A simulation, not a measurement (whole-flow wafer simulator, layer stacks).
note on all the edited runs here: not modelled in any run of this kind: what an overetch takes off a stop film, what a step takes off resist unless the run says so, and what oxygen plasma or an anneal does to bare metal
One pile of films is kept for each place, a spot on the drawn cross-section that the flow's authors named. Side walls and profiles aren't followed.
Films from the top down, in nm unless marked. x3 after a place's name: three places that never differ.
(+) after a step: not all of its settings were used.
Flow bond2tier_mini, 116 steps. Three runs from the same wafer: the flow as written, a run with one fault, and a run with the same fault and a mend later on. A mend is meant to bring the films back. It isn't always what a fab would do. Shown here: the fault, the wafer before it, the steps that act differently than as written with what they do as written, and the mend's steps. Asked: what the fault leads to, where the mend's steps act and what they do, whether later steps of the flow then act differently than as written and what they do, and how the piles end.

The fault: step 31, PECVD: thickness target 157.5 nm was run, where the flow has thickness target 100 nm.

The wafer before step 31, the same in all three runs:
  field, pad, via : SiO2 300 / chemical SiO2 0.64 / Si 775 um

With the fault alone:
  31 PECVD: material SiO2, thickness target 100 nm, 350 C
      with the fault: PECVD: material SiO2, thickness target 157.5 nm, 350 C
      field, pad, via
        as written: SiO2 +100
        with the fault: SiO2 +157.5
  No later step of the flow acts differently than as written at any place that is followed.
  At the end the piles differ from the flow's by more than 2% or 0.5 nm, whichever is larger, at field, pad.
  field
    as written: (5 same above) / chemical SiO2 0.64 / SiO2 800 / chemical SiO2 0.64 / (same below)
    with the fault: (5 same above) / chemical SiO2 0.64 / SiO2 857.5 / chemical SiO2 0.64 / (same below)
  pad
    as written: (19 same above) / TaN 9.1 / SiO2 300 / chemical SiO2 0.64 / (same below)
    with the fault: (19 same above) / TaN 9.1 / SiO2 357.5 / chemical SiO2 0.64 / (same below)

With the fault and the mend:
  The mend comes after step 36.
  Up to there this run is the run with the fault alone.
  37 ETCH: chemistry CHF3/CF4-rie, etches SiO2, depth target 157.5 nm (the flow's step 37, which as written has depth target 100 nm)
      pad, via
        SiO2 -157.5
      field
        KrF resist -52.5
  Later steps of the flow that act differently than as written (1 more step differs only slightly, by at most 2% or 0.5 nm, whichever is larger, and isn't shown):
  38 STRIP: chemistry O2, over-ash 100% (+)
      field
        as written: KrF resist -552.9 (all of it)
        with the mend: KrF resist -533.8 (all of it)
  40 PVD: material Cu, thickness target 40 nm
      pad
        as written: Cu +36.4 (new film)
        with the mend: Cu +34.5 (new film)
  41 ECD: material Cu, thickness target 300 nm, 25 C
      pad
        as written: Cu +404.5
        with the mend: Cu +464.4
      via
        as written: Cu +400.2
        with the mend: Cu +458.1
  At the end the piles differ from the flow's by more than 2% or 0.5 nm, whichever is larger, at field, pad.
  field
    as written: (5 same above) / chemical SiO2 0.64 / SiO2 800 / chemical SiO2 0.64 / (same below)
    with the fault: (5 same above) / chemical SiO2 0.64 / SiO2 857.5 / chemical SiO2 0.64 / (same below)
    with the mend: (5 same above) / chemical SiO2 0.64 / SiO2 857.5 / chemical SiO2 0.64 / (same below)
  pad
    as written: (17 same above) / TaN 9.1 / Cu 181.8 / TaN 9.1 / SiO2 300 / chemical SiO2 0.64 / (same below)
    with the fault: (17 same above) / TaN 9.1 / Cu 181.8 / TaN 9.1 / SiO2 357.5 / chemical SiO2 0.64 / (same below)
    with the mend: (17 same above) / TaN 9.1 / Cu 239.8 / TaN 8.62 / SiO2 300 / chemical SiO2 0.64 / (same below)
